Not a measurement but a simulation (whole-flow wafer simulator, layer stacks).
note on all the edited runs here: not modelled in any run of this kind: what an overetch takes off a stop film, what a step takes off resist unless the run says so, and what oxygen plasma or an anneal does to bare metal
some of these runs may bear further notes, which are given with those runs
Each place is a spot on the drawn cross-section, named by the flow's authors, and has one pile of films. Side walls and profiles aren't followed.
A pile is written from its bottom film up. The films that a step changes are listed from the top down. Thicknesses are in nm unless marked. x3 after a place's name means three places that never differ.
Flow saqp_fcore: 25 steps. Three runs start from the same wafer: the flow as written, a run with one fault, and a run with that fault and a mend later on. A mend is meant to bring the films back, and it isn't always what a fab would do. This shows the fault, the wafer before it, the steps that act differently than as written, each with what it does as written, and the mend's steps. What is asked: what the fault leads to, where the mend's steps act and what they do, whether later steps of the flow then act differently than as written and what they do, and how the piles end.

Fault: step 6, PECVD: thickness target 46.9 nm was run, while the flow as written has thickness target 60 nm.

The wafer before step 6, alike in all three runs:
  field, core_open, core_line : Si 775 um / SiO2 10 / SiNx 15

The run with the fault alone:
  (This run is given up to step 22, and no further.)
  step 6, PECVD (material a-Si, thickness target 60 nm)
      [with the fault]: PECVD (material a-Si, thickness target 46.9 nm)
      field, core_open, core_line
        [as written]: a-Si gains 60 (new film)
        [with the fault]: a-Si gains 46.9 (new film)
  Every later step of the flow up to step 22 that is run acts as written at every place that is followed.
  The piles after step 22 differ from the flow's at field, core_open, core_line by more than 2% or 0.5 nm, whichever is larger.
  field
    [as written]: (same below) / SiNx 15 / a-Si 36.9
    [with the fault]: (same below) / SiNx 15 / a-Si 23.8
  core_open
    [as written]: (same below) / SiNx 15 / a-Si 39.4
    [with the fault]: (same below) / SiNx 15 / a-Si 26.3
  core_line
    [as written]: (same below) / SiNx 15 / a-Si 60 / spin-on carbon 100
    [with the fault]: (same below) / SiNx 15 / a-Si 46.9 / spin-on carbon 100

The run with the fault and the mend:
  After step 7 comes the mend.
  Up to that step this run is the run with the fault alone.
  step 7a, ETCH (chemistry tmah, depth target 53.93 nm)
      field, core_open, core_line
        a-Si loses 46.9 (all of it)
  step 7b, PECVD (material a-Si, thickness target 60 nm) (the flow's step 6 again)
      field, core_open, core_line
        a-Si gains 60 (new film)
  Every later step of the flow that is run acts as written at every place that is followed.
  At every place that both follow, the piles at the end match the flow's.
